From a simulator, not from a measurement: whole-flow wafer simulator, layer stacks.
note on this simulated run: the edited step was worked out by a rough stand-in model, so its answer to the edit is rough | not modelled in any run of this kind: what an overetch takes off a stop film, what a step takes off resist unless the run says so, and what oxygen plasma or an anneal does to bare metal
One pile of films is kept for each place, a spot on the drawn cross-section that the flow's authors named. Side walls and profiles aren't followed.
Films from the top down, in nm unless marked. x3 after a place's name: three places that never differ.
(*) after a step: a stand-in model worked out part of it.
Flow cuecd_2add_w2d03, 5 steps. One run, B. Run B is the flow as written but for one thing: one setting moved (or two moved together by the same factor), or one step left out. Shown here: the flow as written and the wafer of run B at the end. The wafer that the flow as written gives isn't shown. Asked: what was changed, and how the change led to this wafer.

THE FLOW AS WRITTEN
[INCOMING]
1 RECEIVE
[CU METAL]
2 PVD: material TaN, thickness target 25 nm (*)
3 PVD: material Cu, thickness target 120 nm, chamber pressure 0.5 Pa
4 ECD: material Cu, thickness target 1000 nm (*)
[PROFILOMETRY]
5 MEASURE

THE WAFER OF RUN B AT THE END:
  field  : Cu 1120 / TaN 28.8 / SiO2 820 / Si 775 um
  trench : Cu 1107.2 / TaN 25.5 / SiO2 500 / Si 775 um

The cause: step 2, PVD: thickness target 28.8 nm was run, where the flow has thickness target 25 nm.
It can be read off the wafer: field has TaN 28.8, and step 2 as written asks for 25 nm.

How the change led to this, step by step:
  2 PVD: material TaN, thickness target 25 nm (*)
      field: TaN +28.8 (new film) (as written it would be: TaN +25 (new film))
      trench: TaN +25.5 (new film) (as written it would be: TaN +22.1 (new film))
